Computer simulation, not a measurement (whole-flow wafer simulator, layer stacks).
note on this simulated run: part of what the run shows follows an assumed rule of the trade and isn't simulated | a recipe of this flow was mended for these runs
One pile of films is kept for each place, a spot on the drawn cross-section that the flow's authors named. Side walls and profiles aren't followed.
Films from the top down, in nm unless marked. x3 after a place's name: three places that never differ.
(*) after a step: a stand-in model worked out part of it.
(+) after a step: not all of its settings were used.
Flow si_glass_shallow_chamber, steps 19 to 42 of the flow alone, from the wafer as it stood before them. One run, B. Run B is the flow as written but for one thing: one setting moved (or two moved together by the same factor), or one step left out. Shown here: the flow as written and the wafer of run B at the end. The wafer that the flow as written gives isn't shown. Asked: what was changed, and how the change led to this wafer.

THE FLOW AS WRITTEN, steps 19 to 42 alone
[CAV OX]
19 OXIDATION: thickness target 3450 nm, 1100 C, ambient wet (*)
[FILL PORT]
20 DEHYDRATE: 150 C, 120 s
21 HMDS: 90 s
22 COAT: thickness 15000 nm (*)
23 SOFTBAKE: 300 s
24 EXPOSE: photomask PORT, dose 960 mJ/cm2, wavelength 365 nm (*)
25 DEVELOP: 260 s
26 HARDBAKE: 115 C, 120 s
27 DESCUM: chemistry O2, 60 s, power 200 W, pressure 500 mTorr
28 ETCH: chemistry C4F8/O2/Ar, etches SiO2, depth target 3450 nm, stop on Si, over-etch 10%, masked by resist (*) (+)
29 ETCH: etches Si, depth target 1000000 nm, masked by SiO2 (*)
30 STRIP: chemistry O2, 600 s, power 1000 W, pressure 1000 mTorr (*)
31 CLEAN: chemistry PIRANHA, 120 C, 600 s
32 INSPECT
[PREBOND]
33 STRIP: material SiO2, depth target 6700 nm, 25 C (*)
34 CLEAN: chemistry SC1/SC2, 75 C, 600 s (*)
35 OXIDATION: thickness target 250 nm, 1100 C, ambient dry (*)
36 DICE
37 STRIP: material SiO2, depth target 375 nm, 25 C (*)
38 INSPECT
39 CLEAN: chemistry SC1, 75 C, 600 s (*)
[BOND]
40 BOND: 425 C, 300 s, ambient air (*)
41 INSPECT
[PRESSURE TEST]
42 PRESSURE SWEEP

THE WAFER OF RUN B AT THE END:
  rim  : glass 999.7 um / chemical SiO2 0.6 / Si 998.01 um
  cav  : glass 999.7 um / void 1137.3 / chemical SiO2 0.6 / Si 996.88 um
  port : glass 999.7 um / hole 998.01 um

The cause: step 19, OXIDATION: 1123 C was run, where the flow has 1100 C.

How the change led to this, step by step:
  19 OXIDATION: thickness target 3450 nm, 1100 C, ambient wet (*)
      rim, ramp, septum, ring: SiO2 +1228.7, Si -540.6 (as written it would be: SiO2 +1110.9, Si -488.8)
      cav, port: SiO2 +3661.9 (new film), chemical SiO2 -0.6 (all of it), Si -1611 (as written it would be: SiO2 +3450 (new film), chemical SiO2 -0.6 (all of it), Si -1517.7)
  22 COAT: thickness 15000 nm (*)
      rim: thick-i-line-resist +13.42 um (new film) (as written it would be: thick-i-line-resist +13.4 um (new film))
      ramp: thick-i-line-resist +12.92 um (new film) (as written it would be: thick-i-line-resist +12.89 um (new film))
      (and at 1 more place)
  25 DEVELOP: 260 s
      port: thick-i-line-resist -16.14 um (all of it) (as written it would be: thick-i-line-resist -16.16 um (all of it))
  28 ETCH: chemistry C4F8/O2/Ar, etches SiO2, depth target 3450 nm, stop on Si, over-etch 10%, masked by resist (*) (+)
      port: SiO2 -3661.9 (all of it), Si -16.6 (as written it would be: SiO2 -3450 (all of it), Si -43.1)
  29 ETCH: etches Si, depth target 1000000 nm, masked by SiO2 (*)
      rim, ramp: thick-i-line-resist -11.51 um (all of it), SiO2 -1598 (as written it would be: thick-i-line-resist -11.47 um (all of it), SiO2 -1617.3)
      port: hole +996.98 um (new film), Si -996.98 um (all of it) (as written it would be: hole +997.05 um (new film), Si -997.05 um (all of it))
      (and at 1 more place)
  30 STRIP: chemistry O2, 600 s, power 1000 W, pressure 1000 mTorr (*)
      cav: thick-i-line-resist -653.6 (all of it) (as written it would be: thick-i-line-resist -669.6 (all of it))
  33 STRIP: material SiO2, depth target 6700 nm, 25 C (*)
      rim, ramp: SiO2 -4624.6 (all of it) (as written it would be: SiO2 -4487.5 (all of it))
      cav: SiO2 -3661.9 (all of it) (as written it would be: SiO2 -3450 (all of it))
      (and at 2 more places)
  40 BOND: 425 C, 300 s, ambient air (*)
      cav: glass +999.7 um (new film), void +1137.3 (new film) (as written it would be: glass +999.7 um (new film), void +1095.9 (new film))
